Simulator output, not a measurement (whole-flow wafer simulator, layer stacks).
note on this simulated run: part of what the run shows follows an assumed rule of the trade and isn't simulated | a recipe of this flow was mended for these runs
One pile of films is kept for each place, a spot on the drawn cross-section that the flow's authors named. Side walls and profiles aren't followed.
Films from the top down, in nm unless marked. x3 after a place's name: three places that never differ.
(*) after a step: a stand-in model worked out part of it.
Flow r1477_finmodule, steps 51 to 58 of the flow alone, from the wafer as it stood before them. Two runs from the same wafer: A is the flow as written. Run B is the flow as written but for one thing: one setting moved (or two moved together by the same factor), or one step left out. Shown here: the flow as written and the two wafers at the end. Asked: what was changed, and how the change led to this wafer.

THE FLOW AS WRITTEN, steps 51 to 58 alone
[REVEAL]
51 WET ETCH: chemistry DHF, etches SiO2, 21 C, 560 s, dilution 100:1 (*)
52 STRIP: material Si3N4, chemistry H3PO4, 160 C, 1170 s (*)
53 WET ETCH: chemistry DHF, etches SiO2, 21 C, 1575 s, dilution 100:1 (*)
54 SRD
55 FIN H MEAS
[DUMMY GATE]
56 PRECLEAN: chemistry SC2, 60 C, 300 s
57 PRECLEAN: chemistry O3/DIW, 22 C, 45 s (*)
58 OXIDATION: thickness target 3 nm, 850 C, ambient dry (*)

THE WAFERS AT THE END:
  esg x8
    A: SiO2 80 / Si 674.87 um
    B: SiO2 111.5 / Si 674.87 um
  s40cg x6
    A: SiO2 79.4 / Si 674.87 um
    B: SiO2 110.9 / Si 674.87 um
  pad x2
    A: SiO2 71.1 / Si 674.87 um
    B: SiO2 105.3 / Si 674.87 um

The cause: step 53, WET ETCH: 945 s was run, where the flow has 1575 s.

How the change led to this, step by step:
  53 WET ETCH: chemistry DHF, etches SiO2, 21 C, 1575 s, dilution 100:1 (*)
      esg x8, s40cg x6, s40sg x6: A SiO2 -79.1 | B SiO2 -47.5
      pad x2: A SiO2 -85.7 | B SiO2 -51.4
